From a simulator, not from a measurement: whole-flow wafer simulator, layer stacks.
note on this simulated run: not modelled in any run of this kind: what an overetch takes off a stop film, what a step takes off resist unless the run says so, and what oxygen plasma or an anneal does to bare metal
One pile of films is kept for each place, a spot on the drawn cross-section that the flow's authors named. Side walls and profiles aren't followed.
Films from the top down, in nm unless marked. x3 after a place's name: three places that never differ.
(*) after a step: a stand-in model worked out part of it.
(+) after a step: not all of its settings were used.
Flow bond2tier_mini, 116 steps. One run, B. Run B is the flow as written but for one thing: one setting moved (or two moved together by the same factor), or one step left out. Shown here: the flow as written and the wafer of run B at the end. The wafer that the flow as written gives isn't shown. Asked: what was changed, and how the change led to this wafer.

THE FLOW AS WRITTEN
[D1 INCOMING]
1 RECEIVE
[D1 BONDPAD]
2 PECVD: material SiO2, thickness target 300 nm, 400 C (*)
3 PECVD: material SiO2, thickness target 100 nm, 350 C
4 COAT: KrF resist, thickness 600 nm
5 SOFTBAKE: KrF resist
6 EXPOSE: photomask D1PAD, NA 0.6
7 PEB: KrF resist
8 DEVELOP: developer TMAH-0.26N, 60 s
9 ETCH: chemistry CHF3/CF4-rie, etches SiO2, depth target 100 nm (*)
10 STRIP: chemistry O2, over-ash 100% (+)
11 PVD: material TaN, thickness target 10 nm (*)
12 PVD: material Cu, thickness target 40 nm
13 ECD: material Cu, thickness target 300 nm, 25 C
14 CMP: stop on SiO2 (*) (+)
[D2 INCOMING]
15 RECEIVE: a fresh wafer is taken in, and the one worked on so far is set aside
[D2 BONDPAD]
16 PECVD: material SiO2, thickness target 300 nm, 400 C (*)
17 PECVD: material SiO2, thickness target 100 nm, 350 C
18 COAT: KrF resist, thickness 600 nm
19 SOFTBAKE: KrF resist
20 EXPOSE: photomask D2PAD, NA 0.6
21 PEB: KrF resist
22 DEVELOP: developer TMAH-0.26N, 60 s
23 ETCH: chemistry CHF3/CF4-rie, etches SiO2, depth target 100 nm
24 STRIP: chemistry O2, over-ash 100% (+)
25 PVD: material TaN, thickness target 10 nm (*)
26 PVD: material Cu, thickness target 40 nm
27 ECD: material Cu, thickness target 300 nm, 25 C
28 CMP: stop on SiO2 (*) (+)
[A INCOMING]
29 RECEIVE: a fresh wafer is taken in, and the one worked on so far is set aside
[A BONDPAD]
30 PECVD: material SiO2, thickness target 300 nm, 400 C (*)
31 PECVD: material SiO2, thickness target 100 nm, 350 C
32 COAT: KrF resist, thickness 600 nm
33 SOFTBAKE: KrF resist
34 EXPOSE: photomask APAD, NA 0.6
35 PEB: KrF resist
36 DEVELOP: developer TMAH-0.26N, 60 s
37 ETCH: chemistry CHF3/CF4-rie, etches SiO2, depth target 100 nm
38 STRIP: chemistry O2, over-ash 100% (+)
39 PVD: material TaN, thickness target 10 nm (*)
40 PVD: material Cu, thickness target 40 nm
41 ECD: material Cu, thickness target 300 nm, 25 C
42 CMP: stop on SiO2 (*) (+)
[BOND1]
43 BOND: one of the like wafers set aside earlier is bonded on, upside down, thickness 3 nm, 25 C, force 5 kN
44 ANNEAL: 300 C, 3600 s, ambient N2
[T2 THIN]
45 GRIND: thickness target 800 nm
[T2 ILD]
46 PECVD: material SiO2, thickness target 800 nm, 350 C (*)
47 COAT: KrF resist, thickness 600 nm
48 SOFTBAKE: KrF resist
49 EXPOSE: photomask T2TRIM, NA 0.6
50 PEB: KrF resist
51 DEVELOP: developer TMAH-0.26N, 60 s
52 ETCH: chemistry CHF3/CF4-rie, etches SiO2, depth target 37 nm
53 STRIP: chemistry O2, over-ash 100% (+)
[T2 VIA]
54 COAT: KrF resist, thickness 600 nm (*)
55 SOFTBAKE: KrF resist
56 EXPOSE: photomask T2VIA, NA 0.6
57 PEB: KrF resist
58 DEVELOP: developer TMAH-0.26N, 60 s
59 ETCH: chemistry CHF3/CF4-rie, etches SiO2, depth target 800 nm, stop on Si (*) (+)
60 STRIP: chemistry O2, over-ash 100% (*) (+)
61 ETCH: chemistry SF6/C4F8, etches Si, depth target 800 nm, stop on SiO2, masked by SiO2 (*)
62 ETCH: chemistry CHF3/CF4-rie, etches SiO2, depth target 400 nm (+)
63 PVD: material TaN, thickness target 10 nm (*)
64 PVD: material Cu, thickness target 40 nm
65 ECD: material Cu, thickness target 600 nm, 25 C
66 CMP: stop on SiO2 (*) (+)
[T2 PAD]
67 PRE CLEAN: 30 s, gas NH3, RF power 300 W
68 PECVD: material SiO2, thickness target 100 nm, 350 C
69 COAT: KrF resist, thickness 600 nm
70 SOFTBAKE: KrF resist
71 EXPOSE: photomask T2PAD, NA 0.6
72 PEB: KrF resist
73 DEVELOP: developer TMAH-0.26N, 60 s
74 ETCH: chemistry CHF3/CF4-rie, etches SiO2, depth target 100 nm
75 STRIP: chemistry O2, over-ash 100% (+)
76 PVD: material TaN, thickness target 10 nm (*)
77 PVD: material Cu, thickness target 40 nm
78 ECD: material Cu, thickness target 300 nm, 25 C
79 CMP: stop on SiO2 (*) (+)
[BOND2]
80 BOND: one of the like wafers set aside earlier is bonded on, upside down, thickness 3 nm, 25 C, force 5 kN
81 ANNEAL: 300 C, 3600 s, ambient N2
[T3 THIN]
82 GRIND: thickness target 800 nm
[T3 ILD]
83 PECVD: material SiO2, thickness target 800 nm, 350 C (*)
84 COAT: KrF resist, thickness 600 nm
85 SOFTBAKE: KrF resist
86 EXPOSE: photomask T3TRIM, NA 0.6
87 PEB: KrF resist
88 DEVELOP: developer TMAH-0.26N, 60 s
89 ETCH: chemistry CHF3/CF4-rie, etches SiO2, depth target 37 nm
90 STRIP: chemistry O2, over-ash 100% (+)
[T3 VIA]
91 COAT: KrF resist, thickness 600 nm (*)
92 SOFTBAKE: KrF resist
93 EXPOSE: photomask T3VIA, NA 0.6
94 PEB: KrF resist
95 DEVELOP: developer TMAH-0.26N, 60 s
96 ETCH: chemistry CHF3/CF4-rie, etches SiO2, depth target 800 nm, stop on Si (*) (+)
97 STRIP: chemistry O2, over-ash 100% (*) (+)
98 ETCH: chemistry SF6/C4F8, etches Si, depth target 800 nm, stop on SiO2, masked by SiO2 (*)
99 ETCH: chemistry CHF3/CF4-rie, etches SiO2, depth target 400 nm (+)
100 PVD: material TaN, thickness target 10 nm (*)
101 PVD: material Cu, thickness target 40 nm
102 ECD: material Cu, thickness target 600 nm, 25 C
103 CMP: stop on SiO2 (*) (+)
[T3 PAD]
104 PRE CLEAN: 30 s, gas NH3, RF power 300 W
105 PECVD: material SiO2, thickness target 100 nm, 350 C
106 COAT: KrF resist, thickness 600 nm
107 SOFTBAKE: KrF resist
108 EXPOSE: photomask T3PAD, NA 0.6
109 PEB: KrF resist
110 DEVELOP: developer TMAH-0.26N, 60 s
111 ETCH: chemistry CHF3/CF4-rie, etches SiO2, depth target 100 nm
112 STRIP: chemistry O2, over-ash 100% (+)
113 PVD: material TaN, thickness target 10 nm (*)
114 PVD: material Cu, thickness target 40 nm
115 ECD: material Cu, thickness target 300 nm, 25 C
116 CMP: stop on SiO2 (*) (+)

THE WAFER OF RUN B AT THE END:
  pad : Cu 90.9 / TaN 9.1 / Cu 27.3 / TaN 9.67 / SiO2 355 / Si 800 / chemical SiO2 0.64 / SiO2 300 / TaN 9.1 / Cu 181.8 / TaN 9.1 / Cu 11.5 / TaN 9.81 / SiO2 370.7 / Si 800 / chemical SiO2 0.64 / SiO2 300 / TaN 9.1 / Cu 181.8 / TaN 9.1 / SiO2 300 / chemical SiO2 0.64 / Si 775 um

The cause: step 52, ETCH: depth target 21.3 nm was run, where the flow has depth target 37 nm.

How the change led to this, step by step:
  52 ETCH: chemistry CHF3/CF4-rie, etches SiO2, depth target 37 nm
      pad, via: SiO2 -21.3 (as written it would be: SiO2 -37)
      field: KrF resist -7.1 (as written it would be: KrF resist -12.3)
  59 ETCH: chemistry CHF3/CF4-rie, etches SiO2, depth target 800 nm, stop on Si (*) (+)
      via: SiO2 -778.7 (all of it) (as written it would be: SiO2 -763 (all of it))
  60 STRIP: chemistry O2, over-ash 100% (*) (+)
      field: KrF resist -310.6 (all of it) (as written it would be: KrF resist -303.9 (all of it))
      pad: KrF resist -329 (all of it) (as written it would be: KrF resist -336 (all of it))
  65 ECD: material Cu, thickness target 600 nm, 25 C
      pad: Cu +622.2 (as written it would be: Cu +638.7)
